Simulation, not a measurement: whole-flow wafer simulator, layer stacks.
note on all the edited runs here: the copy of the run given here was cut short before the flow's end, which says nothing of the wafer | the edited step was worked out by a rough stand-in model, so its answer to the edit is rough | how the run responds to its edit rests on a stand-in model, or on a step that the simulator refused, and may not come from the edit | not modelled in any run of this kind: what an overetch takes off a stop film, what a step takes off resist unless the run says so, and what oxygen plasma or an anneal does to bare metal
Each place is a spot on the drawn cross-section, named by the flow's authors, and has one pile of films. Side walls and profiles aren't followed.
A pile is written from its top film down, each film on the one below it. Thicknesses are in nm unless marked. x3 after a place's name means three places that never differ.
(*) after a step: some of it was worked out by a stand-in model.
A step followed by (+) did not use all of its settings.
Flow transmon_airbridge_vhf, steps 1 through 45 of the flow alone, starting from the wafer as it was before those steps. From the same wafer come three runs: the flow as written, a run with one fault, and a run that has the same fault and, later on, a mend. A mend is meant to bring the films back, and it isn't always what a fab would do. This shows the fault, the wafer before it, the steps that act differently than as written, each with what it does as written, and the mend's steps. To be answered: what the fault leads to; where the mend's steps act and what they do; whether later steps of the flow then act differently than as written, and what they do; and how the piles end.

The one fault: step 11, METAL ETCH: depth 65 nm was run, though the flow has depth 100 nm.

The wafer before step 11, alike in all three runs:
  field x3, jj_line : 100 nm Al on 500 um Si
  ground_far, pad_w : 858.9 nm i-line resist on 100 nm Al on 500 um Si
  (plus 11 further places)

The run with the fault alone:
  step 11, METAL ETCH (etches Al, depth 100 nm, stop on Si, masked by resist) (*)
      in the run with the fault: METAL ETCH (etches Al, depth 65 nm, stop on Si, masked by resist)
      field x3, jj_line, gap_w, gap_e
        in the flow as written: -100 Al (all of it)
        in the run with the fault: -65 Al
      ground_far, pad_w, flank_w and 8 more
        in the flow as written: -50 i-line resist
        in the run with the fault: -32.5 i-line resist
  Steps further on in the flow that do not act as written (not shown: 14 more steps that differ only slightly, by at most 2% or 0.5 nm, whichever is larger):
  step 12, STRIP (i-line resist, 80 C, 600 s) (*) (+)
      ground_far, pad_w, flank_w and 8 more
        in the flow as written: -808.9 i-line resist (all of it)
        in the run with the fault: -826.4 i-line resist (all of it)
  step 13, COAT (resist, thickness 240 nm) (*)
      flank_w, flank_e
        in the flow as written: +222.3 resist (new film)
        in the run with the fault: +228 resist (new film)
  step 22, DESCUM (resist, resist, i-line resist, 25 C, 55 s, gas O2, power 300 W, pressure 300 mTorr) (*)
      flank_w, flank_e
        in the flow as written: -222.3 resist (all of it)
        in the run with the fault: -228 resist (all of it)
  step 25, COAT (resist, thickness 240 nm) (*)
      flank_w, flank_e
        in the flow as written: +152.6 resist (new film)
        in the run with the fault: +156.3 resist (new film)
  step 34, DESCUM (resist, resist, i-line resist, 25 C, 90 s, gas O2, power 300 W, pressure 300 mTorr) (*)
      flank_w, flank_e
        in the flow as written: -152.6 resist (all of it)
        in the run with the fault: -156.3 resist (all of it)
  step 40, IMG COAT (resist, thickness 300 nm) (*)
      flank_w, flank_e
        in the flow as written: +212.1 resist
        in the run with the fault: +217.6 resist
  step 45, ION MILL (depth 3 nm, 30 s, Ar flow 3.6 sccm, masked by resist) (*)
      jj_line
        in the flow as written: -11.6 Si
        in the run with the fault: -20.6 Al
  The piles end different from the flow's at field x3, jj_line, gap_w, gap_e by more than 2% or 0.5 nm, whichever is larger.
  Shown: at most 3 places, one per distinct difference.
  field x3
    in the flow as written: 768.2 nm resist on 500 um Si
    in the run with the fault: 768.2 nm resist on 35 nm Al on 500 um Si
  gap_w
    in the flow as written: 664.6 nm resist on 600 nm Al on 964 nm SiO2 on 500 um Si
    in the run with the fault: 654.9 nm resist on 600 nm Al on 964 nm SiO2 on 35 nm Al on 500 um Si
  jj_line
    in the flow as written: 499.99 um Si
    in the run with the fault: 14.4 nm Al on 500 um Si

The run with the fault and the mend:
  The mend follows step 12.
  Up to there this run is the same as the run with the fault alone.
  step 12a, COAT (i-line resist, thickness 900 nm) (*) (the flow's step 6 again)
      field x3, jj_line, trace_open_s x2, margin_s, bridge_strip, margin_n
        +900 i-line resist (new film)
      pad_w, pad_e
        +892 i-line resist (new film)
      flank_w, flank_e
        +884.8 i-line resist (new film)
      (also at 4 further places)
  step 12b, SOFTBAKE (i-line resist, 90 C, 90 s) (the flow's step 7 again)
      flank_w, flank_e
        -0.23 i-line resist
      gap_w, gap_e
        +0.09 i-line resist
      cpw_trace
        -0.05 i-line resist
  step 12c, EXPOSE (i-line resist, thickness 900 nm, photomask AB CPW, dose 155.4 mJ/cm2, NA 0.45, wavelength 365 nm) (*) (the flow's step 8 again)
      leaves every film unchanged at each place that is followed
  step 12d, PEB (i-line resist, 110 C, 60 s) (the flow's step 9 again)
      field x3, jj_line, trace_open_s x2, margin_s, bridge_strip, margin_n
        -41 i-line resist
      pad_w, pad_e
        -40.7 i-line resist
      flank_w, flank_e
        -40.3 i-line resist
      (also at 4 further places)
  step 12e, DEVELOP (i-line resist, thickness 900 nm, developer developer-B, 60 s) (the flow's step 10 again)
      cpw_trace, trace_open_s x2, margin_s, bridge_strip, margin_n
        -0.03 i-line resist
      field x3, jj_line
        -859 i-line resist (all of it)
      gap_w, gap_e
        -892.9 i-line resist (all of it)
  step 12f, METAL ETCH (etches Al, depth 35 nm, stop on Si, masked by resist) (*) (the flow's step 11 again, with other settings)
      ground_far, pad_w, flank_w and 8 more
        -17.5 i-line resist
      field x3, jj_line, gap_w, gap_e
        -35 Al (all of it)
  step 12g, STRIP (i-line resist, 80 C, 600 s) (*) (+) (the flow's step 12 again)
      trace_open_s x2, margin_s, bridge_strip, margin_n
        -841.4 i-line resist (all of it)
      pad_w, pad_e
        -833.8 i-line resist (all of it)
      flank_w, flank_e
        -826.7 i-line resist (all of it)
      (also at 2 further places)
  Later steps of the flow that are run all act as written at every place that is followed.
  The piles end the same as the flow's at every place that both follow.
